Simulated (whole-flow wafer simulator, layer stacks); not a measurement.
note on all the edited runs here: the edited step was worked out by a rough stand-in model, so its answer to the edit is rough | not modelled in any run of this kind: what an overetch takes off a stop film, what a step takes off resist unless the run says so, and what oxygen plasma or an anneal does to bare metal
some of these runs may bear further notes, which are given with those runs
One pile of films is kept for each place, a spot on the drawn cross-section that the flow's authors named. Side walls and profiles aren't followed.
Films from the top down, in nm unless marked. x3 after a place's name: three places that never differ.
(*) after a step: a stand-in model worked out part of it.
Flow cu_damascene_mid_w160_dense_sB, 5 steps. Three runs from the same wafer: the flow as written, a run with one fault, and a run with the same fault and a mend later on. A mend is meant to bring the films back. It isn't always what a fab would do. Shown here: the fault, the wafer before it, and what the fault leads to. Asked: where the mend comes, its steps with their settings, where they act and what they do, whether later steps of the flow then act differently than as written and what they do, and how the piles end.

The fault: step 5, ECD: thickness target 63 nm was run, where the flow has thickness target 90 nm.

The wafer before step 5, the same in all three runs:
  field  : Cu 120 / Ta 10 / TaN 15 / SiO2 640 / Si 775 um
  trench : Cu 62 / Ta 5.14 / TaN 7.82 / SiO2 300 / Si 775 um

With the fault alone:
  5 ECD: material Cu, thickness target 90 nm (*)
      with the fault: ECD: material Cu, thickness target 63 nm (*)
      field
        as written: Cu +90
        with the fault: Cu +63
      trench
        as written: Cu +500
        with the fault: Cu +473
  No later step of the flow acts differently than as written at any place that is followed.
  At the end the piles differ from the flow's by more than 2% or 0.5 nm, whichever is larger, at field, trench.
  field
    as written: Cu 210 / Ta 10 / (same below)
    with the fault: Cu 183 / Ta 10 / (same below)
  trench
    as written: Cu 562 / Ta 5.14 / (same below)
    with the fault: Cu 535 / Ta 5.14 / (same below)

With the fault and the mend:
  The mend comes after step 5.
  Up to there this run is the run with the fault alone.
  5a ECD: material Cu, thickness target 27 nm (the flow's step 5 once more, with other settings)
      field, trench
        Cu +27
  No later step of the flow acts differently than as written at any place that is followed.
  At the end the piles are the same as the flow's at every place that both follow.
